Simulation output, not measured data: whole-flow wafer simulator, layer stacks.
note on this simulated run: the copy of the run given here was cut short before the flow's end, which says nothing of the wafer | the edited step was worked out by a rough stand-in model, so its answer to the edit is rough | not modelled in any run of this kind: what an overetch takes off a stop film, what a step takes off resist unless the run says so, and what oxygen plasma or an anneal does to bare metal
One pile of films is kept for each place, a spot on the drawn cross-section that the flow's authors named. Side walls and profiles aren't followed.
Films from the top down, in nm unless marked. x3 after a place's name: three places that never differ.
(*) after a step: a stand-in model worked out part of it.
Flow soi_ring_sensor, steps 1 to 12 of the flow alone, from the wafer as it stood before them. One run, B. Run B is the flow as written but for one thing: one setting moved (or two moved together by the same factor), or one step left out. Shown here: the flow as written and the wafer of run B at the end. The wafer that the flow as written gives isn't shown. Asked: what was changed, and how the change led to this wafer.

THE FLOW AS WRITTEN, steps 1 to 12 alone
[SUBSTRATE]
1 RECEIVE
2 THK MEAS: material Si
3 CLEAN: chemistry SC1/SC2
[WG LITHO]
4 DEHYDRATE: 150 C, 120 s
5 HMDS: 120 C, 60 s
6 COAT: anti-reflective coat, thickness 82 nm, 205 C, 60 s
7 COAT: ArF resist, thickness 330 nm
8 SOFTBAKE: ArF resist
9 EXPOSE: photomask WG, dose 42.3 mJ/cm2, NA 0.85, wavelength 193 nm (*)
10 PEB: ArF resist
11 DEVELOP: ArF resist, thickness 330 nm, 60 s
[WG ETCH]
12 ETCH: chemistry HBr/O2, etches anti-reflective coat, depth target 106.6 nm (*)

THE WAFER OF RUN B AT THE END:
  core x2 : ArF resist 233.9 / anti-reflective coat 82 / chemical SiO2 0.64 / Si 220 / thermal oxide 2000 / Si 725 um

The cause: step 12, ETCH: depth target 115.3 nm was run, where the flow has depth target 106.6 nm.

How the change led to this, step by step:
  12 ETCH: chemistry HBr/O2, etches anti-reflective coat, depth target 106.6 nm (*)
      core x2: ArF resist -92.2 (as written it would be: ArF resist -85.3)
